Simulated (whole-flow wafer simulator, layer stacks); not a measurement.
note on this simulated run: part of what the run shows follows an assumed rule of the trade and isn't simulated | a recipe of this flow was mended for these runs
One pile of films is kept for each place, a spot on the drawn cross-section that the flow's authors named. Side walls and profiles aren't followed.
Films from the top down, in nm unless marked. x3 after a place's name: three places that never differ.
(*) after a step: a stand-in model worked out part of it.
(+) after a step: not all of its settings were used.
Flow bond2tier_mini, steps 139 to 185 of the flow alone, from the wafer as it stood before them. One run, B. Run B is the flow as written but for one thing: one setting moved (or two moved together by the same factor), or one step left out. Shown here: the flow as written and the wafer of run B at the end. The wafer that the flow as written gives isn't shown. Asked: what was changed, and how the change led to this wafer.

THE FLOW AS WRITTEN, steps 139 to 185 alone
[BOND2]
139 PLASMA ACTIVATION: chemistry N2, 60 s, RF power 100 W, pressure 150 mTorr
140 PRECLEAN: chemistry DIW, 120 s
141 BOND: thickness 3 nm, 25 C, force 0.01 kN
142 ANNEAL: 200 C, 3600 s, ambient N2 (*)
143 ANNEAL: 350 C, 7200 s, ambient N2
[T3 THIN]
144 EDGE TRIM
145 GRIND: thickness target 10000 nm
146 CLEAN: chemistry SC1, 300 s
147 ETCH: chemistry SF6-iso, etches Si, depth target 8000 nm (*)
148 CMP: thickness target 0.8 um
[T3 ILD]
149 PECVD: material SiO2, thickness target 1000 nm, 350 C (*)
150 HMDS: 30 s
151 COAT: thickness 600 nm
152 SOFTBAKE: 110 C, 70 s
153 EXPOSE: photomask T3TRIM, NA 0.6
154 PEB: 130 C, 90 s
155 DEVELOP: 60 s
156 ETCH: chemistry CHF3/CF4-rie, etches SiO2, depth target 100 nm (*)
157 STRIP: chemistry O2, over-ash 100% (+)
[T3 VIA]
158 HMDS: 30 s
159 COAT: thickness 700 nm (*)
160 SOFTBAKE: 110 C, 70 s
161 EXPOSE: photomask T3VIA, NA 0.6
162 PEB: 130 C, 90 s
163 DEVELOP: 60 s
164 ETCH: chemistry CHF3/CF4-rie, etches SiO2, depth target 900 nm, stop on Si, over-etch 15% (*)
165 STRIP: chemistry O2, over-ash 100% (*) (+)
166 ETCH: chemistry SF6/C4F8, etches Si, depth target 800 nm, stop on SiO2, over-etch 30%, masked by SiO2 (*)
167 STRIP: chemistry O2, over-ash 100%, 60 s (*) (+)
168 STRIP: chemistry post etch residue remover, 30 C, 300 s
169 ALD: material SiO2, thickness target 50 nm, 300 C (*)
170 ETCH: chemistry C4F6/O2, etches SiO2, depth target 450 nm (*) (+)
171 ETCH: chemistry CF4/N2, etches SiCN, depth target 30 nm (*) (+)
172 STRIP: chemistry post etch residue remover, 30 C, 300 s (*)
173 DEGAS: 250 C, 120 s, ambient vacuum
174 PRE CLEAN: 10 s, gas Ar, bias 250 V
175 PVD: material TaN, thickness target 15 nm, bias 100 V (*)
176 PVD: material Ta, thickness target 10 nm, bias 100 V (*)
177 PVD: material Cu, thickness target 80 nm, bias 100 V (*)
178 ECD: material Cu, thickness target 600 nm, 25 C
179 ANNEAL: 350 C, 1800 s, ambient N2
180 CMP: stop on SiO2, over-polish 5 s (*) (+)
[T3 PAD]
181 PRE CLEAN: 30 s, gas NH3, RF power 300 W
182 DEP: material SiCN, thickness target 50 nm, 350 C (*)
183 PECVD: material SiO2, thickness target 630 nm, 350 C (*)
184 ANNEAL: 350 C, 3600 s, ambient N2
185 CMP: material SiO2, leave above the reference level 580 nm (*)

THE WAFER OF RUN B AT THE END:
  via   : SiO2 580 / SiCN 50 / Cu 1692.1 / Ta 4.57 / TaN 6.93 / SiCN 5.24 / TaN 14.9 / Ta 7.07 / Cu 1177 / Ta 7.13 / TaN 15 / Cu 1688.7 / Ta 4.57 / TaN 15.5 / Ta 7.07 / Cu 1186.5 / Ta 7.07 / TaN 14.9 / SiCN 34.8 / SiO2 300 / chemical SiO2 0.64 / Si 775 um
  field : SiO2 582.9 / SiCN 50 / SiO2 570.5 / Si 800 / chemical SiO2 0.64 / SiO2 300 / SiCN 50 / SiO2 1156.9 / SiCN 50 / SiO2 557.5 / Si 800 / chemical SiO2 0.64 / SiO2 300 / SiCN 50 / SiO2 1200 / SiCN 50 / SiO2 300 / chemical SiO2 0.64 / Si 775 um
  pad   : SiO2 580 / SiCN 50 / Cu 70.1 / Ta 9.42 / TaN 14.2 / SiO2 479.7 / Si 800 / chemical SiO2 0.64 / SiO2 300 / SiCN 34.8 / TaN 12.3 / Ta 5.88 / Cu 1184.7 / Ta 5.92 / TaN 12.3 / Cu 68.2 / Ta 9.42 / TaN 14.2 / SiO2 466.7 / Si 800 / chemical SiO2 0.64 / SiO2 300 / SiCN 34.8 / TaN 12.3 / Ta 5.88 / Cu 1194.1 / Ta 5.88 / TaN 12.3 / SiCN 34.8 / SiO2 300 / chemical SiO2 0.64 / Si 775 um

The cause: step 171, ETCH: depth target 10.5 nm was run, where the flow has depth target 30 nm.

How the change led to this, step by step:
  171 ETCH: chemistry CF4/N2, etches SiCN, depth target 30 nm (*) (+)
      via: SiCN -10.5 (as written it would be: SiCN -17.6 (all of it), TaN -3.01)
      field, pad: SiO2 -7 (as written it would be: SiO2 -20)
  174 PRE CLEAN: 10 s, gas Ar, bias 250 V
      via: SiCN -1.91 (as written it would be: TaN -3.19)
  175 PVD: material TaN, thickness target 15 nm, bias 100 V (*)
      via: TaN +6.93 (new film) (as written it would be: TaN +6.94)
Counting metal films that touch as one body, via has 2 bodies (between them, from the top down: SiCN 5.24); the flow as written gives 1 body.
